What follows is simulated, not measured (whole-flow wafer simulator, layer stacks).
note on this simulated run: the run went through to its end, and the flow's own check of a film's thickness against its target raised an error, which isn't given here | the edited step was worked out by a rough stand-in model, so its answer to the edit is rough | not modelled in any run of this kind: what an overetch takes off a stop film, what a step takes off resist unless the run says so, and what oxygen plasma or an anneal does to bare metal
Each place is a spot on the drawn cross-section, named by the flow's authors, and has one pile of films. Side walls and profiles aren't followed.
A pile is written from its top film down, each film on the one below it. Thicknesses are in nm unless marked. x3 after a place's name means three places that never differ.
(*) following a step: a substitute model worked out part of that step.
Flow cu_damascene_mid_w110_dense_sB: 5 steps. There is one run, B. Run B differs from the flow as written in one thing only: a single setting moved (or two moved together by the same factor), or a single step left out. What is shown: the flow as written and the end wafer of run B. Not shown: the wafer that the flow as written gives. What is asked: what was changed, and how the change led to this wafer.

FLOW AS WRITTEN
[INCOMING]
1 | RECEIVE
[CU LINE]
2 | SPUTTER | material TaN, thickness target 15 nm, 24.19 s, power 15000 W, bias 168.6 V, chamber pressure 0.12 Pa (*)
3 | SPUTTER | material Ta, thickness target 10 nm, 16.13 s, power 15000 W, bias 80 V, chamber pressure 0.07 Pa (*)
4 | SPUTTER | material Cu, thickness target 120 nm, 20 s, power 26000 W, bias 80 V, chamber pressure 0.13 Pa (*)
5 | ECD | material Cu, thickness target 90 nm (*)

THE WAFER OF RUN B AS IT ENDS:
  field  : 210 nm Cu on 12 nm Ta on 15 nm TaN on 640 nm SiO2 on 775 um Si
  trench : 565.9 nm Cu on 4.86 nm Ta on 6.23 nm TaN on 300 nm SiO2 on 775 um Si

The reason: step 3, SPUTTER: 19.36 s was run, while the flow as written has 16.13 s.

How this came from the change, step by step:
  3 | SPUTTER | material Ta, thickness target 10 nm, 16.13 s, power 15000 W, bias 80 V, chamber pressure 0.07 Pa (*)
      field: Ta gains 12 (new film) (in the flow as written it would be: Ta gains 10 (new film))
      trench: Ta gains 4.86 (new film) (in the flow as written it would be: Ta gains 4.05 (new film))
